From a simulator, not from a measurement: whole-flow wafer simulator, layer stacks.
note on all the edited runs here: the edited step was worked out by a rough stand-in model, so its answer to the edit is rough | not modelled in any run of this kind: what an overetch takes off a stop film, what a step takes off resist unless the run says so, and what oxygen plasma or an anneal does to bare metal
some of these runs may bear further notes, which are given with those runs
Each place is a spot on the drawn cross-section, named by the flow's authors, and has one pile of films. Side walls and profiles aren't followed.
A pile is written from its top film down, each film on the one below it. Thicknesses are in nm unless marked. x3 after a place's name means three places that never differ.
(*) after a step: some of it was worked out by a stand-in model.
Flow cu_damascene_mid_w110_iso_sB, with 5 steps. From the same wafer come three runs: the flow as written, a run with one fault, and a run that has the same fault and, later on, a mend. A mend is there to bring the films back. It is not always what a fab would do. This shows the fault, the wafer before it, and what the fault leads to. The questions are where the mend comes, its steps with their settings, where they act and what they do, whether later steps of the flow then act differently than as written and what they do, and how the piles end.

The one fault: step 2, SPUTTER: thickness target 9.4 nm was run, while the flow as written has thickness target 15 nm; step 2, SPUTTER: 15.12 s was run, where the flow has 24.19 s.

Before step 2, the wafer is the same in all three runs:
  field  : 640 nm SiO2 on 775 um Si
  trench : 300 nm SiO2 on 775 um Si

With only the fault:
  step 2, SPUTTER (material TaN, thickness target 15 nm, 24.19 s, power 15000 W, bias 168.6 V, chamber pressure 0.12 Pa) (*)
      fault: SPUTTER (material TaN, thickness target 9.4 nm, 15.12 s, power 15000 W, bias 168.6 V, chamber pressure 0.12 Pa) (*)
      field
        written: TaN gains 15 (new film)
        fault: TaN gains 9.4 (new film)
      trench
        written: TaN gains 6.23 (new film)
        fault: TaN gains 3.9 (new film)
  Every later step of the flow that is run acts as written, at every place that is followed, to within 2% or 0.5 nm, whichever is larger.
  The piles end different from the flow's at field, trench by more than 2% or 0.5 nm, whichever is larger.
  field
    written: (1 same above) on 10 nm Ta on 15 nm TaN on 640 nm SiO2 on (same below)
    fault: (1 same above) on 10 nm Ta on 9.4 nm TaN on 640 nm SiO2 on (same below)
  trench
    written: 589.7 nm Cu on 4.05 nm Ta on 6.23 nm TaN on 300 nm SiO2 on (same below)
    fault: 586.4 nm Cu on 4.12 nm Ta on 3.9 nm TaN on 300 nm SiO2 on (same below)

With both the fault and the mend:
  After step 2 comes the mend.
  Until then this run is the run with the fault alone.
  step 2a, SPUTTER (material TaN, thickness target 5.6 nm, 9.031 s, power 15000 W, bias 168.6 V, chamber pressure 0.12 Pa) (*) (a further turn of the flow's step 2, with different settings)
      field
        TaN gains 5.6
      trench
        TaN gains 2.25
  Every later step of the flow that is run acts as written, at every place that is followed, to within 2% or 0.5 nm, whichever is larger.
  The piles end only slightly different from the flow's at the places that both follow, by no more than 2% or 0.5 nm, whichever is larger.
